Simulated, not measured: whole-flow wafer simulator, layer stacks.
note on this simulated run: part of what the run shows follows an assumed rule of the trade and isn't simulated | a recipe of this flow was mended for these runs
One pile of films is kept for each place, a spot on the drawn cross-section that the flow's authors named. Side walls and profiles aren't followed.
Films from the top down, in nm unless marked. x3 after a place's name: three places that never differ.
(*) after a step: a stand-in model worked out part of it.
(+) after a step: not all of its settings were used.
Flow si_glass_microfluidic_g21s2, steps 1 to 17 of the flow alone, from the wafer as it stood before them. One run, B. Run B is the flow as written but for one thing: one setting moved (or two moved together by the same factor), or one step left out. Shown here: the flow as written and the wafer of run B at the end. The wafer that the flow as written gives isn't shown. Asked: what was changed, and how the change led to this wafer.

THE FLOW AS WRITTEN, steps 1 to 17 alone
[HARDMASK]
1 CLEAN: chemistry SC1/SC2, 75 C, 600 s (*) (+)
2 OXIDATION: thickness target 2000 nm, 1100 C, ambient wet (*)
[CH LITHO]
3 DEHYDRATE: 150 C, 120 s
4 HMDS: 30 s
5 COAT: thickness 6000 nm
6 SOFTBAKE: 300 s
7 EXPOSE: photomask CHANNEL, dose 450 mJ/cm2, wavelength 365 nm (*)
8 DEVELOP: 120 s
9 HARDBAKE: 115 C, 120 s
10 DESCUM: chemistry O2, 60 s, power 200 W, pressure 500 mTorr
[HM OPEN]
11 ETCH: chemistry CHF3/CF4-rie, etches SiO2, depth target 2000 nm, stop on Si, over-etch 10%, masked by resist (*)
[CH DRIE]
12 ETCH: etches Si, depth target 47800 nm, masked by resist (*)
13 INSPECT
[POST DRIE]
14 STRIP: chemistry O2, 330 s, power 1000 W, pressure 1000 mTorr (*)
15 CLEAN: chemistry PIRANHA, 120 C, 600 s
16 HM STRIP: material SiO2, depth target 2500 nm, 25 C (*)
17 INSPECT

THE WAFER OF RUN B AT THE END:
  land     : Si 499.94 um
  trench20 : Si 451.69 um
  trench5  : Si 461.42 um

The cause: step 2, OXIDATION: 770 C was run, where the flow has 1100 C.

How the change led to this, step by step:
  2 OXIDATION: thickness target 2000 nm, 1100 C, ambient wet (*)
      land, trench20, trench5, trench200: SiO2 +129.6 (new film), chemical SiO2 -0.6 (all of it), Si -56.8 (as written it would be: SiO2 +2000 (new film), chemical SiO2 -0.6 (all of it), Si -879.7)
  11 ETCH: chemistry CHF3/CF4-rie, etches SiO2, depth target 2000 nm, stop on Si, over-etch 10%, masked by resist (*)
      trench20, trench5, trench200: SiO2 -129.6 (all of it), Si -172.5 (as written it would be: SiO2 -2000 (all of it), Si -16.7)
      land: thick-i-line-resist -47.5 (as written it would be: thick-i-line-resist -733.3)
  12 ETCH: etches Si, depth target 47800 nm, masked by resist (*)
      trench5: Si -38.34 um (as written it would be: Si -38.09 um)
      trench200: Si -53.88 um (as written it would be: Si -54.08 um)
  14 STRIP: chemistry O2, 330 s, power 1000 W, pressure 1000 mTorr (*)
      land: thick-i-line-resist -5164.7 (all of it) (as written it would be: thick-i-line-resist -4476.3 (all of it))
  16 HM STRIP: material SiO2, depth target 2500 nm, 25 C (*)
      land: SiO2 -129.6 (all of it) (as written it would be: SiO2 -2000 (all of it))
